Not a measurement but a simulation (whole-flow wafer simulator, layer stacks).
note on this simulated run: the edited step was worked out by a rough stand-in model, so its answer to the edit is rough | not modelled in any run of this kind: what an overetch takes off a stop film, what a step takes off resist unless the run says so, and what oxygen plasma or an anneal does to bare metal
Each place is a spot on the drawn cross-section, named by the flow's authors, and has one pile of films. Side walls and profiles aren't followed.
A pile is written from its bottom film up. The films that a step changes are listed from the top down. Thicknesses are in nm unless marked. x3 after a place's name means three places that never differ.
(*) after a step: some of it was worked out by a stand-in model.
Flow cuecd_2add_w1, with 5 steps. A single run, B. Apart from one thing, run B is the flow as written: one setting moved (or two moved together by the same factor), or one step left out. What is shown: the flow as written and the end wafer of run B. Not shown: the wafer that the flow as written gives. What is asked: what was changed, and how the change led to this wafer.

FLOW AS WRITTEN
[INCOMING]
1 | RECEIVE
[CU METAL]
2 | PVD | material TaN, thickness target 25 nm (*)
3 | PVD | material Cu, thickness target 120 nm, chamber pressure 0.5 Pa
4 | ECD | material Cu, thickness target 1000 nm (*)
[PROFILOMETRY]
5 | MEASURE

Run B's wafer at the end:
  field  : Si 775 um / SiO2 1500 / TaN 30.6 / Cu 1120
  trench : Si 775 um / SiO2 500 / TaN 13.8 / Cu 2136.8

The reason: step 2, PVD: thickness target 30.6 nm was run, whereas the flow has thickness target 25 nm.
One can read it off the wafer: field has TaN 30.6, and step 2 as written asks for 25 nm.

How this came from the change, step by step:
  2 | PVD | material TaN, thickness target 25 nm (*)
      field: +30.6 TaN (new film) (as written it would have been: +25 TaN (new film))
      trench: +13.8 TaN (new film) (as written it would have been: +11.2 TaN (new film))
